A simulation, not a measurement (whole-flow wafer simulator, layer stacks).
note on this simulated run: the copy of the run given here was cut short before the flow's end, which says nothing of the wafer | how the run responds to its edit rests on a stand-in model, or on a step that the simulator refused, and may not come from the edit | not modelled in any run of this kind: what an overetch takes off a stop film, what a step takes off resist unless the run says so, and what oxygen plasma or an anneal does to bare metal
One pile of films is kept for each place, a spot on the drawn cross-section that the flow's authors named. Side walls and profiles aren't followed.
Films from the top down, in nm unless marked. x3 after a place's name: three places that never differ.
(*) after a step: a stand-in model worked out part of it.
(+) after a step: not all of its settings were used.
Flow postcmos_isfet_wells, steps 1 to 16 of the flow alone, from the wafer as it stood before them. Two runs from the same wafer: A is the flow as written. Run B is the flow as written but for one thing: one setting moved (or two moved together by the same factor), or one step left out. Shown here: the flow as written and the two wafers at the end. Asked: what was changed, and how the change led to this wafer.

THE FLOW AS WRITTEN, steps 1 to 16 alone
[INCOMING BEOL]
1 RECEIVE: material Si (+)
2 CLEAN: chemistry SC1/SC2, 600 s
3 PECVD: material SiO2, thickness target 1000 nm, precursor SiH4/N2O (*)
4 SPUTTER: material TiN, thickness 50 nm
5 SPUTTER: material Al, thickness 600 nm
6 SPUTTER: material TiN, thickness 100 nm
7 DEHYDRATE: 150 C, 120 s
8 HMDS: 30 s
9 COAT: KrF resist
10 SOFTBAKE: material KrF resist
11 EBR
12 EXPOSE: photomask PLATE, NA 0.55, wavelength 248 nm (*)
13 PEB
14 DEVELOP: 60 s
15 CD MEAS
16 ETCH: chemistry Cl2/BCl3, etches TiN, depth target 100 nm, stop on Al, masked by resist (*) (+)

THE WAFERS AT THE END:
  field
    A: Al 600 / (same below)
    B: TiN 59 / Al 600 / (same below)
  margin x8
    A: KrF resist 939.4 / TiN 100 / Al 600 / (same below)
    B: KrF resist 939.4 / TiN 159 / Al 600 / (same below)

The cause: step 6, SPUTTER: thickness 159 nm was run, where the flow has thickness 100 nm.
It can be read off the wafer: margin x8 has TiN 159, and step 6 as written asks for 100 nm.

How the change led to this, step by step:
  6 SPUTTER: material TiN, thickness 100 nm
      field, margin x8: A TiN +100 (new film) | B TiN +159 (new film)
  16 ETCH: chemistry Cl2/BCl3, etches TiN, depth target 100 nm, stop on Al, masked by resist (*) (+)
      field: A TiN -100 (all of it) | B TiN -100
